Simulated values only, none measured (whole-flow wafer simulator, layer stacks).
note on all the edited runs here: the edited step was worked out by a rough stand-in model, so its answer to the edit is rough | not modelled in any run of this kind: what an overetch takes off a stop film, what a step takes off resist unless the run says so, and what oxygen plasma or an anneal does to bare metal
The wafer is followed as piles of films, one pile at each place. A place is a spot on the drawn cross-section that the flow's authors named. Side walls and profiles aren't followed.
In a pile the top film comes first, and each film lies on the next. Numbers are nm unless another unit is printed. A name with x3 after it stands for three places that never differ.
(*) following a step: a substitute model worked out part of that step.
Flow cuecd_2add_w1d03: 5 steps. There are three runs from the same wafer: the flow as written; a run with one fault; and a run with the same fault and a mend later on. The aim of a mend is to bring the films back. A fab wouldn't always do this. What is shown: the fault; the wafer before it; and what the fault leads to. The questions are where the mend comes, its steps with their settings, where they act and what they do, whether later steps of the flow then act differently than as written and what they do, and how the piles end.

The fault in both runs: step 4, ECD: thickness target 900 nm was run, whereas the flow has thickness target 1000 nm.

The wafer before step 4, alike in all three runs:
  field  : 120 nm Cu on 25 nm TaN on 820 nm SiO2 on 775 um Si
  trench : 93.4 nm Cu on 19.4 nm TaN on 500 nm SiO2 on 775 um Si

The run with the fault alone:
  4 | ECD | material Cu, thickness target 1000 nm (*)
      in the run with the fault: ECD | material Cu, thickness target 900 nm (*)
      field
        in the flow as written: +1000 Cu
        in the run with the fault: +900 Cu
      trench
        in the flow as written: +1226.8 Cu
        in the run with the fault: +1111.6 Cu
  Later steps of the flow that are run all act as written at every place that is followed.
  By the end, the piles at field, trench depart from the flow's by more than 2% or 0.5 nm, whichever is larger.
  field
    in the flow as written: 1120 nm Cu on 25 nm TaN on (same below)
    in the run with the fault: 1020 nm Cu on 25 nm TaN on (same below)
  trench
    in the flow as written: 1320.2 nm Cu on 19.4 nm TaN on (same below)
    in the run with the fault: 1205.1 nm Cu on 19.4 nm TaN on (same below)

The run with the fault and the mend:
  After step 5 comes the mend.
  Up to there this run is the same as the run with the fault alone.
  5a | ECD | material Cu, thickness target 100 nm (*) (the flow's step 4 again, with other settings)
      field, trench
        +100 Cu
  Later steps of the flow that are run all act as written at every place that is followed.
  When the end is reached, the piles differ only a little from the flow's at the places that both follow, at most by 2% or 0.5 nm, whichever is larger.
